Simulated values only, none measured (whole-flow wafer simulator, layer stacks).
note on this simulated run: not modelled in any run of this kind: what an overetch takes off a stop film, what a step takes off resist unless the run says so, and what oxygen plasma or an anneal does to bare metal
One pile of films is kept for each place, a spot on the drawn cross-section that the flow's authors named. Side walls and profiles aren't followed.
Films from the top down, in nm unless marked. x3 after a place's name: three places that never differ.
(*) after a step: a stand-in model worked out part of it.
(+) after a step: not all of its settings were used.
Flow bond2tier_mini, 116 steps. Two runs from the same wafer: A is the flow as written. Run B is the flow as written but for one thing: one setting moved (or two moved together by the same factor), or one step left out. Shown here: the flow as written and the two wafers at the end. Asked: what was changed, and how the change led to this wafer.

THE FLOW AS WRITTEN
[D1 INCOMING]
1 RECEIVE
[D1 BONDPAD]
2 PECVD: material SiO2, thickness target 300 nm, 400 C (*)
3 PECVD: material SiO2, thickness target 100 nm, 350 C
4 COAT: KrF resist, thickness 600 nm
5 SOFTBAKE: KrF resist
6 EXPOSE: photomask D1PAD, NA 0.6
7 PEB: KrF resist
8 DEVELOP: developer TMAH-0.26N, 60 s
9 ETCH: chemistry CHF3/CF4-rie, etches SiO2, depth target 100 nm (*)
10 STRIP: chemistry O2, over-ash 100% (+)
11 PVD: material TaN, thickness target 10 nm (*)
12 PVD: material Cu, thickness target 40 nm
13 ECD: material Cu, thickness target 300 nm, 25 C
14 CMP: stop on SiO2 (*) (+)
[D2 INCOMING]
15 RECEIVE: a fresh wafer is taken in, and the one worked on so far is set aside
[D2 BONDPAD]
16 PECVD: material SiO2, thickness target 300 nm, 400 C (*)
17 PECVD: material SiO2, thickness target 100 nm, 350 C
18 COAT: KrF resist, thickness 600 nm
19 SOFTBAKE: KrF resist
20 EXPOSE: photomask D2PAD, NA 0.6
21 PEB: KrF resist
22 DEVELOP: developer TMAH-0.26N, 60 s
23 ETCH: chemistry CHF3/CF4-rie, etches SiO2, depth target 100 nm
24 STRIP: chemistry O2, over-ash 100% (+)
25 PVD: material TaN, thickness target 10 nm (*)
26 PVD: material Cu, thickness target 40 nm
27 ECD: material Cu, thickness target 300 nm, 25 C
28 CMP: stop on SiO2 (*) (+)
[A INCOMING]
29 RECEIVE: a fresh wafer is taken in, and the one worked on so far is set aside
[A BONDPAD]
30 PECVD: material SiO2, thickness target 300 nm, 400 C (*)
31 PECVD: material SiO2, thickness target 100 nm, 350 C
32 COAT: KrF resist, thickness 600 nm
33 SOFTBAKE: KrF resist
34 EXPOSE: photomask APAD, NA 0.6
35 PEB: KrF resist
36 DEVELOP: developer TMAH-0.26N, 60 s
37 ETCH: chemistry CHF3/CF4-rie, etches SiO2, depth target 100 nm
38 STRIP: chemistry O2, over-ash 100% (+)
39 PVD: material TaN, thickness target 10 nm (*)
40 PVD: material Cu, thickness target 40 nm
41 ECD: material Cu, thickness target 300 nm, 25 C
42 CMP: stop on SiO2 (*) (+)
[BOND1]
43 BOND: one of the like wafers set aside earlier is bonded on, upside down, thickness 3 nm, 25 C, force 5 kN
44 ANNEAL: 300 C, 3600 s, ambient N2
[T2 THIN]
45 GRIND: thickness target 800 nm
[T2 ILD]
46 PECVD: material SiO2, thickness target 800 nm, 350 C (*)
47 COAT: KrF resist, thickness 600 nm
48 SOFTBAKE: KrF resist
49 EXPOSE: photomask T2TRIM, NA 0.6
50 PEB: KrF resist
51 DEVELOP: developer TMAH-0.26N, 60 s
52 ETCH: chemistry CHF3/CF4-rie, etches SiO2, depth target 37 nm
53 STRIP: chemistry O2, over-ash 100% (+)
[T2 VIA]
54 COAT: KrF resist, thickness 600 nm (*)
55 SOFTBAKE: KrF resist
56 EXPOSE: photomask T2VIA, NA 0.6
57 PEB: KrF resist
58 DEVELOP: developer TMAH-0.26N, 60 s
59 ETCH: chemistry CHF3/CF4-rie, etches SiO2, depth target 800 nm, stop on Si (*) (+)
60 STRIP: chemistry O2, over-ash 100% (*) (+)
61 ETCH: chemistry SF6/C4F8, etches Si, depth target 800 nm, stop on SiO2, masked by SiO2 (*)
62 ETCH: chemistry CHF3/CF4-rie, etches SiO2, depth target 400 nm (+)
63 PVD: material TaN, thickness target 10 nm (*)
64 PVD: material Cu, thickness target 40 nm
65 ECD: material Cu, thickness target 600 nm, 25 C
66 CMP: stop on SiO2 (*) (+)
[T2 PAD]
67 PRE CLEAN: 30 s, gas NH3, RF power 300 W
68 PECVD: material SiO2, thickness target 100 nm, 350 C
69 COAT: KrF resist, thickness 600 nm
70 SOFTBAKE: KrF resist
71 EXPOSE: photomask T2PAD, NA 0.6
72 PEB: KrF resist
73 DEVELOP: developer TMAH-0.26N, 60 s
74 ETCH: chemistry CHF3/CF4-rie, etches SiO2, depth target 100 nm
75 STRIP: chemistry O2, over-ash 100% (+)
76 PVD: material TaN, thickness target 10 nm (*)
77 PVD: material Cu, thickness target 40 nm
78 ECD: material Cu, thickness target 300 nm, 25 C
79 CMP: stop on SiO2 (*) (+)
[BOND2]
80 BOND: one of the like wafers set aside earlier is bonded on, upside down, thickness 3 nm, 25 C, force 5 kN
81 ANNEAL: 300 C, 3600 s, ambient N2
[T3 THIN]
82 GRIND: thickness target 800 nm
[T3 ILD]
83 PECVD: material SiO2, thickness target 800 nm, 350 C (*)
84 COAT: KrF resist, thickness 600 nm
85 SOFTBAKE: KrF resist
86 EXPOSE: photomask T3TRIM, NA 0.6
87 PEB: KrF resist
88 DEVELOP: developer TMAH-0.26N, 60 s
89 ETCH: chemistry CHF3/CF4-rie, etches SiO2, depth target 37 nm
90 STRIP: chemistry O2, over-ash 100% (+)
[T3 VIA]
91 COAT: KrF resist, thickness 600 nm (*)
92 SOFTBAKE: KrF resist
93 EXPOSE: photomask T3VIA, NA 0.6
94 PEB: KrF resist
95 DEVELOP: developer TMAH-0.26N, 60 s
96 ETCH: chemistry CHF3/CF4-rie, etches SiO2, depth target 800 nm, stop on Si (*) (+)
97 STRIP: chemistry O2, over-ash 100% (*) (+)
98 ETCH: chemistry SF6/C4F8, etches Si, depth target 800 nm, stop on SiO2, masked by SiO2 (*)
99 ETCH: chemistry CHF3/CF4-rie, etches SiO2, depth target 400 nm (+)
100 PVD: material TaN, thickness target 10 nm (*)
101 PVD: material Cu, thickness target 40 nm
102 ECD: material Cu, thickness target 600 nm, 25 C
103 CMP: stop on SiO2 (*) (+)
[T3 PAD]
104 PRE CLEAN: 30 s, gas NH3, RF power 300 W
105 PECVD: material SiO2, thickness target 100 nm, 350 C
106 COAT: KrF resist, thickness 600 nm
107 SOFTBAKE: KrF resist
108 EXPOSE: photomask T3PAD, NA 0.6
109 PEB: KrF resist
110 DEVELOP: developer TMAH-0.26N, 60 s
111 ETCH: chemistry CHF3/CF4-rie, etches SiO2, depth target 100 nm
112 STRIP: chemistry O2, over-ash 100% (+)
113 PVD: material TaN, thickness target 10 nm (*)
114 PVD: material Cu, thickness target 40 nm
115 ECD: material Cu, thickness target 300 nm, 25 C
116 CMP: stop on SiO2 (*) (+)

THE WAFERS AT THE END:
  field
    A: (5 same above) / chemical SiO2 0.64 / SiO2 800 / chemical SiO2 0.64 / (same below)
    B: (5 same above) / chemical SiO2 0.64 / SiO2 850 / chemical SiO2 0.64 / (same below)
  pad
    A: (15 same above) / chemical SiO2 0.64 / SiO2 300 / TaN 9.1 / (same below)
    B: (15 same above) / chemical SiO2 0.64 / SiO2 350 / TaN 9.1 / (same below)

The cause: step 3, PECVD: thickness target 150 nm was run, where the flow has thickness target 100 nm.

How the change led to this, step by step:
  3 PECVD: material SiO2, thickness target 100 nm, 350 C
      field, pad, via: A SiO2 +100 | B SiO2 +150
  43 BOND: one of the like wafers set aside earlier is bonded on, upside down, thickness 3 nm, 25 C, force 5 kN
      field: A Si +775 um (new film), chemical SiO2 +0.64 (new film), SiO2 +400 | B Si +775 um (new film), chemical SiO2 +0.64 (new film), SiO2 +450
      pad: A Si +775 um (new film), chemical SiO2 +0.64 (new film), SiO2 +300 (new film), TaN +9.1 (new film), Cu +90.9 | B Si +775 um (new film), chemical SiO2 +0.64 (new film), SiO2 +350 (new film), TaN +9.1 (new film), Cu +90.9
      (and at 1 more place)
